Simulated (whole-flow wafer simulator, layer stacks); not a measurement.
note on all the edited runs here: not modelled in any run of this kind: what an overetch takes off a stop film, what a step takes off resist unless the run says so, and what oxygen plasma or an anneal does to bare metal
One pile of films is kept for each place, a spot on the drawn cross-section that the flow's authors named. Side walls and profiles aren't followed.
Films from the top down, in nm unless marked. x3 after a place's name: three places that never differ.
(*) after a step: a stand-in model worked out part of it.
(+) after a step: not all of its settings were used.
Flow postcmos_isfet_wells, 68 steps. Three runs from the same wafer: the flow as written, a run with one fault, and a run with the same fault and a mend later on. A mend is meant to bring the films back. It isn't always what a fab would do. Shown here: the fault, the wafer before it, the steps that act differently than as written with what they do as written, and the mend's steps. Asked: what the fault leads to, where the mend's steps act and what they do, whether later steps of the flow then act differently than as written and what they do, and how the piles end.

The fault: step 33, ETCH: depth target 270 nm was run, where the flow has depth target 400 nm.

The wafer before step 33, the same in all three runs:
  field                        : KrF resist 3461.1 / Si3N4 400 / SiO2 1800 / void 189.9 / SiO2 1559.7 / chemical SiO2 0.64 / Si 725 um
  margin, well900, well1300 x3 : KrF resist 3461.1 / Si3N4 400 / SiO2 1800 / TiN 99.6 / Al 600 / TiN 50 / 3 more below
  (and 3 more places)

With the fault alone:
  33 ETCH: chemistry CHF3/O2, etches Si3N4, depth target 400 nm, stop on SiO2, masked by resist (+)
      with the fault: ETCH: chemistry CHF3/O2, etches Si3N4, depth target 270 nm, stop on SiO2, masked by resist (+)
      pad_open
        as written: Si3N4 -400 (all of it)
        with the fault: Si3N4 -270
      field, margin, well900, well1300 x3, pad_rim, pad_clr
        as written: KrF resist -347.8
        with the fault: KrF resist -234.8
  Later steps of the flow that act differently than as written (5 more steps differ only slightly, by at most 2% or 0.5 nm, whichever is larger, and aren't shown):
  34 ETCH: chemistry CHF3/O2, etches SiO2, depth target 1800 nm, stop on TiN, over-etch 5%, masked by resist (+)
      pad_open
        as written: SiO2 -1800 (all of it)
        with the fault: Si3N4 -130 (all of it), SiO2 -1663.5
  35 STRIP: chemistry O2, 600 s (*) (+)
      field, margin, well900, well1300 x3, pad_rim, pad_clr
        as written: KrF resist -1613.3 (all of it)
        with the fault: KrF resist -1726.4 (all of it)
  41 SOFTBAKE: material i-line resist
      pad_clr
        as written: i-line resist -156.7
        with the fault: i-line resist -143.1
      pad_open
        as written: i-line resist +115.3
        with the fault: i-line resist +109.3
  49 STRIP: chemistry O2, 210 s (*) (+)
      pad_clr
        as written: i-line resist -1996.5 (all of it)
        with the fault: i-line resist -2052.7 (all of it)
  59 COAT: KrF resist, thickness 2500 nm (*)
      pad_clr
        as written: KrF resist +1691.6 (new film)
        with the fault: KrF resist +1737.4 (new film)
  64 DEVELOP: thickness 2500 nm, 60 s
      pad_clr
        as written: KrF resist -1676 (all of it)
        with the fault: KrF resist -1721.7 (all of it)
  At the end the piles differ from the flow's by more than 2% or 0.5 nm, whichever is larger, at pad_open.
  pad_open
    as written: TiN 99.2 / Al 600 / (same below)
    with the fault: SiO2 136.5 / TiN 99.6 / Al 600 / (same below)

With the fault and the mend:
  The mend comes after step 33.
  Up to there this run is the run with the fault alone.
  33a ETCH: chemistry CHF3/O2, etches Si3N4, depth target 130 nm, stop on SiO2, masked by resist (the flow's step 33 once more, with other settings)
      field, margin, well900, well1300 x3, pad_rim, pad_clr
        KrF resist -113
      pad_open
        Si3N4 -130 (all of it)
  No later step of the flow acts differently than as written at any place that is followed.
  At the end the piles are the same as the flow's at every place that both follow.
